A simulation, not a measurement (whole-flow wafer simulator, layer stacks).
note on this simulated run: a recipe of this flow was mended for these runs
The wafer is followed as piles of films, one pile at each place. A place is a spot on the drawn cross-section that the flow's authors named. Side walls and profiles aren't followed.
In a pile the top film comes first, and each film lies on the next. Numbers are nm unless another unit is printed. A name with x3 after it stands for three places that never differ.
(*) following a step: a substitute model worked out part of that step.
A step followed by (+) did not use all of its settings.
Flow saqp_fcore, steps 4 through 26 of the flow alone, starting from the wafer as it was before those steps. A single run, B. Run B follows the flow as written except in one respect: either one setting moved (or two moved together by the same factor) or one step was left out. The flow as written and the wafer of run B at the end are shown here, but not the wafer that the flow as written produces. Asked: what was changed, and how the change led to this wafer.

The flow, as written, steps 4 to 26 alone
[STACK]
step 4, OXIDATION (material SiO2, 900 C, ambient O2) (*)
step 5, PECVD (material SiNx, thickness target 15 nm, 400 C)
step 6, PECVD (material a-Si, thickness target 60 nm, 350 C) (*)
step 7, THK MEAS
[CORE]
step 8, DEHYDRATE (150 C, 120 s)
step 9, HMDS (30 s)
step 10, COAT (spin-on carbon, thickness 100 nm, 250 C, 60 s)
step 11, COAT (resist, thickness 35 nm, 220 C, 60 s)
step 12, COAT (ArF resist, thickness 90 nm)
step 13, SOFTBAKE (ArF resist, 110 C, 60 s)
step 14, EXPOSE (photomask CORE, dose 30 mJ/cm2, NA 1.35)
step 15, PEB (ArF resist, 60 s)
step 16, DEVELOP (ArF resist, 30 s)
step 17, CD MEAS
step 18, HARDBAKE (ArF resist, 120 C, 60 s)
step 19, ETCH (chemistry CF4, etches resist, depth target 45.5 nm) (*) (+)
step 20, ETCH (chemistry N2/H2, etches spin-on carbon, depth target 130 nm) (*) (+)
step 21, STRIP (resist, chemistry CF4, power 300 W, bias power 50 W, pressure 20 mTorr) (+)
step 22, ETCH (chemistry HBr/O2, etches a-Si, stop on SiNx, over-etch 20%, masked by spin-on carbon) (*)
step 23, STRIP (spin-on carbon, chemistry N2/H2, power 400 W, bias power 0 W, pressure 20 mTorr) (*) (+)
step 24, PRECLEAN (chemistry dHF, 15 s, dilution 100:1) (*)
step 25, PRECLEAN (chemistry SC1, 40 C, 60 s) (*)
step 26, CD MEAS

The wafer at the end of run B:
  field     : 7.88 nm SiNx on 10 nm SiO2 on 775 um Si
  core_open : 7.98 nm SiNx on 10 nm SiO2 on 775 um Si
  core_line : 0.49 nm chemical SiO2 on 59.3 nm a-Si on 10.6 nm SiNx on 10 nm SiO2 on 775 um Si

Cause: step 5, PECVD: thickness target 10.6 nm was run, while the flow as written has thickness target 15 nm.
One can read it off the wafer: core_line has SiNx 10.6, and step 5 as written asks for 15 nm.

The path from the change to this, step by step:
  step 5, PECVD (material SiNx, thickness target 15 nm, 400 C)
      field, core_open, core_line: SiNx gains 10.6 (new film) (in the flow as written it would be: SiNx gains 15 (new film))
